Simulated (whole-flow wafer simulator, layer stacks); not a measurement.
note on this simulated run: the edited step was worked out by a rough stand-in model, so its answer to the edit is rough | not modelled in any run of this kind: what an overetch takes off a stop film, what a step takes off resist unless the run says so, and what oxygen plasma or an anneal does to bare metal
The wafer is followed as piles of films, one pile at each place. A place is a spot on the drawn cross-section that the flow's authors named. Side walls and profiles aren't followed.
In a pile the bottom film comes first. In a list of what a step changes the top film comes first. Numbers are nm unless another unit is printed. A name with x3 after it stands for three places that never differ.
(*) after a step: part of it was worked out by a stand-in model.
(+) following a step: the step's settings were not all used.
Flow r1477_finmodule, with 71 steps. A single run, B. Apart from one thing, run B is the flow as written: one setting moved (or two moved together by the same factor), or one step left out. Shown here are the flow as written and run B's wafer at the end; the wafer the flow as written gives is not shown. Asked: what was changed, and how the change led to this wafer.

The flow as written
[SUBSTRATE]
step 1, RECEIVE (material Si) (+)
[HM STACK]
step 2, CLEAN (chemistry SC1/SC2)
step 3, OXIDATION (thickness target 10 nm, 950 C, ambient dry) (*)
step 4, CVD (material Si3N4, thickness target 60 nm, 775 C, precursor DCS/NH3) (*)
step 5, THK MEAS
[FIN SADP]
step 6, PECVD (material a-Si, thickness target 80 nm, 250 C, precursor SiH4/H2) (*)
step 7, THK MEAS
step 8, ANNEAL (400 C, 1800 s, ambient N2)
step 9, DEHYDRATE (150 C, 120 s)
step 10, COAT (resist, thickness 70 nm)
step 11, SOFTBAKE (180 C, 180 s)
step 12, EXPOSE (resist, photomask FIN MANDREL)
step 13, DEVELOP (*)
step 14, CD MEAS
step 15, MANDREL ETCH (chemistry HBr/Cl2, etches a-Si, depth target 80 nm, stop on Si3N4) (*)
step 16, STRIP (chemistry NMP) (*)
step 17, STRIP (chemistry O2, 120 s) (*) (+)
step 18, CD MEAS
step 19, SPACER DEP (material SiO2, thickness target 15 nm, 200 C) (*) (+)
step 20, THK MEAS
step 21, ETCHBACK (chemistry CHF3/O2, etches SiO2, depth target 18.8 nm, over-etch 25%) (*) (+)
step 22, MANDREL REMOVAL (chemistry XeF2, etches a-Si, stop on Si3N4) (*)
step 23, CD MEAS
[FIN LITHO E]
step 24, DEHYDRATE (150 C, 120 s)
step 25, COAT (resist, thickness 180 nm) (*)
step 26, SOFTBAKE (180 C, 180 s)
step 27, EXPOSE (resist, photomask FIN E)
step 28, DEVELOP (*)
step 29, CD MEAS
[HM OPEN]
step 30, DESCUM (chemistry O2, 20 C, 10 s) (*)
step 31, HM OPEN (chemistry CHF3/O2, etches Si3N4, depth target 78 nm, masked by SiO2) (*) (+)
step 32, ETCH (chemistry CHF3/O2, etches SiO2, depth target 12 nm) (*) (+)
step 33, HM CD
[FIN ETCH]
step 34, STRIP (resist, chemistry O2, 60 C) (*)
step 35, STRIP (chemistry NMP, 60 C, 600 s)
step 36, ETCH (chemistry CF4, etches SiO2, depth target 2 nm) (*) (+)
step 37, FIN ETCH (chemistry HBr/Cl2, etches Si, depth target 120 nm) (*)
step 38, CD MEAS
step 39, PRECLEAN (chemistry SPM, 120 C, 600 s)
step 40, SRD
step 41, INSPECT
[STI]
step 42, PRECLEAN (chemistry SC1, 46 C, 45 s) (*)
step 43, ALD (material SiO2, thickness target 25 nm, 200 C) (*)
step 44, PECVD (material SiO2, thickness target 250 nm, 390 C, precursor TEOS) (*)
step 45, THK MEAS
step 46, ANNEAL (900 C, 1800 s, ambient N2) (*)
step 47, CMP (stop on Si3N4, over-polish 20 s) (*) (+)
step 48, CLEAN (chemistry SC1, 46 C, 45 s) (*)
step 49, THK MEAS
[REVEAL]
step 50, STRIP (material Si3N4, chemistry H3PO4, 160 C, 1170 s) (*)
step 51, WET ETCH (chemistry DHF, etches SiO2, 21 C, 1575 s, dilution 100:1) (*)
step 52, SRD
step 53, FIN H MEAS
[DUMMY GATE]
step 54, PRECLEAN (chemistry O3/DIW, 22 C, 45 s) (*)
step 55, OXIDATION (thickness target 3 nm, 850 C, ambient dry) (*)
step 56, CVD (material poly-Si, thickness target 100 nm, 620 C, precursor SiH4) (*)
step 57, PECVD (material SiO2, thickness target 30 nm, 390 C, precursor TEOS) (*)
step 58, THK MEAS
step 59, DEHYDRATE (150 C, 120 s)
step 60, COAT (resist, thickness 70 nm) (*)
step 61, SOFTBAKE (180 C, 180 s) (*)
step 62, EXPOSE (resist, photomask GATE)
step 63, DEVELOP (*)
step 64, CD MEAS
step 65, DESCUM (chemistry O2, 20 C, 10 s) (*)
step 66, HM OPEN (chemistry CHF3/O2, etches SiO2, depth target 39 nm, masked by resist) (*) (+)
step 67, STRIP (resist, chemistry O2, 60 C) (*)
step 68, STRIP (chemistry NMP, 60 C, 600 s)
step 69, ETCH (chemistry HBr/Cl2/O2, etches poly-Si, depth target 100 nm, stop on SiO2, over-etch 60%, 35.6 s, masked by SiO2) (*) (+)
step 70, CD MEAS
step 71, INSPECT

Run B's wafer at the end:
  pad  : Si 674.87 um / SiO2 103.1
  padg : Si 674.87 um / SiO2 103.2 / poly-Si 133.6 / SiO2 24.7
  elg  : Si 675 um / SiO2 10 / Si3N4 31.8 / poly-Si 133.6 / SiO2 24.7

The reason: step 56, CVD: thickness target 133.6 nm was run, whereas the flow has thickness target 100 nm.
The wafer lets one read it off: padg has poly-Si 133.6, and step 56 as written asks for 100 nm.

The path from the change to this, step by step:
  step 56, CVD (material poly-Si, thickness target 100 nm, 620 C, precursor SiH4) (*)
      pad, padg, elg and 26 more: +133.6 poly-Si (new film) (in the flow as written it would be: +100 poly-Si (new film))
      s40cg, s40co: +148 poly-Si (new film) (in the flow as written it would be: +113.9 poly-Si (new film))
      (and at 5 other places as well)
  step 67, STRIP (resist, chemistry O2, 60 C) (*)
      s50cg: -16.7 resist (all of it) (in the flow as written it would be: -17.4 resist (all of it))
  step 69, ETCH (chemistry HBr/Cl2/O2, etches poly-Si, depth target 100 nm, stop on SiO2, over-etch 60%, 35.6 s, masked by SiO2) (*) (+)
      elo, e40lo, e100lo, e200lo: -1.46 chemical SiO2 (all of it), -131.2 poly-Si (all of it) (in the flow as written it would be: -1.46 chemical SiO2 (all of it), -97.6 poly-Si (all of it), -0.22 Si3N4)
      pad, eso, e40so and 8 more: -1.46 chemical SiO2 (all of it), -131.2 poly-Si (all of it), -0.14 SiO2 (in the flow as written it would be: -1.46 chemical SiO2 (all of it), -97.6 poly-Si (all of it), -0.42 SiO2)
      (and at 3 other places as well)
